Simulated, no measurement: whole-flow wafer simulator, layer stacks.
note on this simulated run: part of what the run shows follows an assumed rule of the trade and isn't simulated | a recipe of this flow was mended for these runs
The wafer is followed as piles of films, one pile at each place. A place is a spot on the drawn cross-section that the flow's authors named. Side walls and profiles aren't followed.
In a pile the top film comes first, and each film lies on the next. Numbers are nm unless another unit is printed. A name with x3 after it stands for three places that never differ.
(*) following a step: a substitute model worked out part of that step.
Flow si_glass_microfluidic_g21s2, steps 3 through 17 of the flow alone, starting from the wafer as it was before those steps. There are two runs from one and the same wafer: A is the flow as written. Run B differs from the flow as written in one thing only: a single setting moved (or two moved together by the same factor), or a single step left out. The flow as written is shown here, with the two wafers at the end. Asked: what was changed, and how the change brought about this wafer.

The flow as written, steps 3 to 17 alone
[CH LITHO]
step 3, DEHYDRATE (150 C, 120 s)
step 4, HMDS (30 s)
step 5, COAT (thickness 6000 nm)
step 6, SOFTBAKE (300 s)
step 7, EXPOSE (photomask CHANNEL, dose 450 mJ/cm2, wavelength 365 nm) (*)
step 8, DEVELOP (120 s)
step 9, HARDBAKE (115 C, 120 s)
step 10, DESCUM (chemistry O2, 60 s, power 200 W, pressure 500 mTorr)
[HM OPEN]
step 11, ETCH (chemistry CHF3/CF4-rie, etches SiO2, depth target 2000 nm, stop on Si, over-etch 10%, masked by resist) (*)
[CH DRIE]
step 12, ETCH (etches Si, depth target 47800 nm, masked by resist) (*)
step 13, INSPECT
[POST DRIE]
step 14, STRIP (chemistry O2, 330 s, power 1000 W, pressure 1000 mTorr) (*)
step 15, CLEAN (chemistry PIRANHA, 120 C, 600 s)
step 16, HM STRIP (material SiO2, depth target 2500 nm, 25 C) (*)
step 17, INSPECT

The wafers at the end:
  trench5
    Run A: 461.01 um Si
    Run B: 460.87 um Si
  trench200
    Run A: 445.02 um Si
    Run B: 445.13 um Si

What caused this: step 5, COAT: thickness 5437 nm was run, whereas the flow has thickness 6000 nm.

How this came from the change, step by step:
  step 5, COAT (thickness 6000 nm)
      land, trench20, trench5, trench200: A thick-i-line-resist gains 6000 (new film) | B thick-i-line-resist gains 5437 (new film)
  step 8, DEVELOP (120 s)
      trench20, trench5, trench200: A thick-i-line-resist loses 6000 (all of it) | B thick-i-line-resist loses 5437 (all of it)
  step 9, HARDBAKE (115 C, 120 s)
      land: A thick-i-line-resist loses 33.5 | B thick-i-line-resist loses 29.1
  step 12, ETCH (etches Si, depth target 47800 nm, masked by resist) (*)
      trench5: A Si loses 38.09 um | B Si loses 38.23 um
      trench200: A Si loses 54.08 um | B Si loses 53.97 um
  step 14, STRIP (chemistry O2, 330 s, power 1000 W, pressure 1000 mTorr) (*)
      land: A thick-i-line-resist loses 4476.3 (all of it) | B thick-i-line-resist loses 3919.1 (all of it)
